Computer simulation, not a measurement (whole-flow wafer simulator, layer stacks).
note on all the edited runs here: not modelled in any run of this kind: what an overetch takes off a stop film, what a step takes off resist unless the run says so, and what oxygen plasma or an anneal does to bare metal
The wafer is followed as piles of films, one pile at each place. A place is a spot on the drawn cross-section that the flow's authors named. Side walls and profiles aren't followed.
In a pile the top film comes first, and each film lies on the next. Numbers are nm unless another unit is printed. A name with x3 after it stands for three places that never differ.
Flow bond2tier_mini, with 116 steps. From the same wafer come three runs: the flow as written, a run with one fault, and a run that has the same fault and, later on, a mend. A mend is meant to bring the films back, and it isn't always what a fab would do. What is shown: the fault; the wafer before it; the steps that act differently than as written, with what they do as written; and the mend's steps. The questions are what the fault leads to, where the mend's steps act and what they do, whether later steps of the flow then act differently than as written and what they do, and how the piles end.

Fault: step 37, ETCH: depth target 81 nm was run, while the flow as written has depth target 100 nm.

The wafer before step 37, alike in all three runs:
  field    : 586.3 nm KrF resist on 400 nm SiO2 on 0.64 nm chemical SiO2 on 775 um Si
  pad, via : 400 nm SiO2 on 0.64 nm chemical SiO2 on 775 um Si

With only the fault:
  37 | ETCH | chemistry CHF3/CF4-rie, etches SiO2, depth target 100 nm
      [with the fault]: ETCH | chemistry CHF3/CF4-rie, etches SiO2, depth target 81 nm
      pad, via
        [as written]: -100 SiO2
        [with the fault]: -81 SiO2
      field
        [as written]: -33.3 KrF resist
        [with the fault]: -27 KrF resist
  Steps further on in the flow that do not act as written (3 other steps are not shown; they differ only slightly, by no more than 2% or 0.5 nm, whichever is larger):
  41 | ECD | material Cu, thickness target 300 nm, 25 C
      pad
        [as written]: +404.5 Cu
        [with the fault]: +384.7 Cu
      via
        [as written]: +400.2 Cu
        [with the fault]: +381.1 Cu
  The piles end different from the flow's at pad by more than 2% or 0.5 nm, whichever is larger.
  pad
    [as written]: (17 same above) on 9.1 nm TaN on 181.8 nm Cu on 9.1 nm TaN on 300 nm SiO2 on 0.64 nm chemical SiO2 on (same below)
    [with the fault]: (17 same above) on 9.1 nm TaN on 162.6 nm Cu on 9.27 nm TaN on 319 nm SiO2 on 0.64 nm chemical SiO2 on (same below)

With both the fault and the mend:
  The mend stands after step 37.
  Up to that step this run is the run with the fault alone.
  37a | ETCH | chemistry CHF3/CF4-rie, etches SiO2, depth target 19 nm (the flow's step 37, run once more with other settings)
      pad, via
        -19 SiO2
      field
        -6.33 KrF resist
  None of the later steps of the flow acts differently than as written at any place that is followed.
  At every place that both follow, the piles at the end match the flow's.
